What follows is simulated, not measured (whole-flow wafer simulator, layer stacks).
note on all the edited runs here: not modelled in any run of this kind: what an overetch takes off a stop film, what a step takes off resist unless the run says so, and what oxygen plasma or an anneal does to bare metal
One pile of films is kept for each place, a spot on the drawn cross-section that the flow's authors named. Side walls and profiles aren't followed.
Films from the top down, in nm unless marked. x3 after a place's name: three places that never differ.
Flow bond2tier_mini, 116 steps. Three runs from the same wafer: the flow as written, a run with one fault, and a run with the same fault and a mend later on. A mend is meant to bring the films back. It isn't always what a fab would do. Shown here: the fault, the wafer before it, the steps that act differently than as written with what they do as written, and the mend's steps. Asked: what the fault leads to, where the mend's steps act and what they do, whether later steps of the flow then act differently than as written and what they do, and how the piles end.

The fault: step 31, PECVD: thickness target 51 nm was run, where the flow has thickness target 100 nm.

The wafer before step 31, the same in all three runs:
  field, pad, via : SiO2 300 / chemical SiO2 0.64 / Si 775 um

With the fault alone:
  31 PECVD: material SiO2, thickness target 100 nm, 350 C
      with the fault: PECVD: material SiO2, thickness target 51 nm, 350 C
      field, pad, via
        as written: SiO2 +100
        with the fault: SiO2 +51
  No later step of the flow acts differently than as written at any place that is followed.
  At the end the piles differ from the flow's by more than 2% or 0.5 nm, whichever is larger, at field, pad.
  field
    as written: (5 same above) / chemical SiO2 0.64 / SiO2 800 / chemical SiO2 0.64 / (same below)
    with the fault: (5 same above) / chemical SiO2 0.64 / SiO2 751 / chemical SiO2 0.64 / (same below)
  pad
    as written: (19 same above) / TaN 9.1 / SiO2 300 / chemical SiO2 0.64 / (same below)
    with the fault: (19 same above) / TaN 9.1 / SiO2 251 / chemical SiO2 0.64 / (same below)

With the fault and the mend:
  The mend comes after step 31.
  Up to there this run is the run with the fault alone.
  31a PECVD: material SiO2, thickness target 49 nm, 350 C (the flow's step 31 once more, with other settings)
      field, pad, via
        SiO2 +49
  No later step of the flow acts differently than as written at any place that is followed.
  At the end the piles are the same as the flow's at every place that both follow.
